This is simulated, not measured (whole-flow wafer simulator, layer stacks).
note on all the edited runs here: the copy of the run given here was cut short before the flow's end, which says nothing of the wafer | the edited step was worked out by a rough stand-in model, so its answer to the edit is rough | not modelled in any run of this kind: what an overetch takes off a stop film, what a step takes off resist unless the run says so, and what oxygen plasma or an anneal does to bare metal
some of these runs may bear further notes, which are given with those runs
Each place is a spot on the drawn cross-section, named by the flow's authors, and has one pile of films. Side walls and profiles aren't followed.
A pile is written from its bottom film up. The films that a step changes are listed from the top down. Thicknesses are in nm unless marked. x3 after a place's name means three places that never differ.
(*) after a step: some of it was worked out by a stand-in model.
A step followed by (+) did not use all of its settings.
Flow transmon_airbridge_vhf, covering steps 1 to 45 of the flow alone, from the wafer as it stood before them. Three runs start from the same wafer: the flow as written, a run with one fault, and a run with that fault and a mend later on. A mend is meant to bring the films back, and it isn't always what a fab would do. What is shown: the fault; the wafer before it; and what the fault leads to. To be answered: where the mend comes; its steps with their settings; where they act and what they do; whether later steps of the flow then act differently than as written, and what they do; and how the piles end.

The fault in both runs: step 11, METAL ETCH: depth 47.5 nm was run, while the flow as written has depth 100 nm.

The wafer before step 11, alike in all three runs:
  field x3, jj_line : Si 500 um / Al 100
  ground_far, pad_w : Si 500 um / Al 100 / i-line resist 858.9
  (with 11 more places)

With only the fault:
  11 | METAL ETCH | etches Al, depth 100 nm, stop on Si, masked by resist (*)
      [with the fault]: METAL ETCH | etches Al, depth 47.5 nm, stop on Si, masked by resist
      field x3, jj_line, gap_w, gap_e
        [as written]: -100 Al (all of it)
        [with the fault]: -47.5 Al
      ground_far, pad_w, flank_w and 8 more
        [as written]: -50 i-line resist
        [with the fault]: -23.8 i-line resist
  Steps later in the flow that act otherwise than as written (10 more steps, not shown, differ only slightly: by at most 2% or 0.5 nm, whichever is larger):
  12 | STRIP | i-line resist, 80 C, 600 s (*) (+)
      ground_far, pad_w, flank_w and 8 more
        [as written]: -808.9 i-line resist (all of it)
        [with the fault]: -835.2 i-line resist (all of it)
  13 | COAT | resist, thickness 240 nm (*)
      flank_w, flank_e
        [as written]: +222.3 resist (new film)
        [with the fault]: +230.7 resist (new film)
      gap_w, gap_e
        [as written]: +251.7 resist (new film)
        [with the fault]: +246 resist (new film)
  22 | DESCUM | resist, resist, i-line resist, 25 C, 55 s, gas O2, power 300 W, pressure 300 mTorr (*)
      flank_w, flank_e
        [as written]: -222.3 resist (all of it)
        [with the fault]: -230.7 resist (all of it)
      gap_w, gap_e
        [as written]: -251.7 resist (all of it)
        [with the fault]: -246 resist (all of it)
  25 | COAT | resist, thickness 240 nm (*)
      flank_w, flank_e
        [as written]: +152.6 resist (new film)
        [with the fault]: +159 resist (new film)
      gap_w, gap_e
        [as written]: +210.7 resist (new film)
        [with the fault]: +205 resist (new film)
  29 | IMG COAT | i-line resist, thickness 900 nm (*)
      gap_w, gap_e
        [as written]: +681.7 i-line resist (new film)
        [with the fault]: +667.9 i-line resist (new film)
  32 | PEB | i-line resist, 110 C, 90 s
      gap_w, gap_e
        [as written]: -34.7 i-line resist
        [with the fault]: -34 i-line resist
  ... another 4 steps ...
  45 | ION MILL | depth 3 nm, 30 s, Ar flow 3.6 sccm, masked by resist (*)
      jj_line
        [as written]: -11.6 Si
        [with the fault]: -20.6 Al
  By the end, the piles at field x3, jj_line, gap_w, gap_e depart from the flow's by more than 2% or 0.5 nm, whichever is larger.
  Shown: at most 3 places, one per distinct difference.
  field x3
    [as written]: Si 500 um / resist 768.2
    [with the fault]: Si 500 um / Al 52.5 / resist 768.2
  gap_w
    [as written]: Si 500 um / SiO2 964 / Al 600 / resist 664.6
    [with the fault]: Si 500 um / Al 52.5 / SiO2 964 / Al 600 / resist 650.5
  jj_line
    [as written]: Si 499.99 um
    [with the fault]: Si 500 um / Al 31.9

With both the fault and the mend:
  After step 11 comes the mend.
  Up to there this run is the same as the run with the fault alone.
  11a | METAL ETCH | etches Al, depth 52.5 nm, stop on Si, masked by resist (*) (the flow's step 11, run once more with other settings)
      ground_far, pad_w, flank_w and 8 more
        -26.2 i-line resist
      field x3, jj_line, gap_w, gap_e
        -52.5 Al (all of it)
  Later steps of the flow that are run all act as written at every place that is followed.
  At every place that both follow, the piles at the end match the flow's.
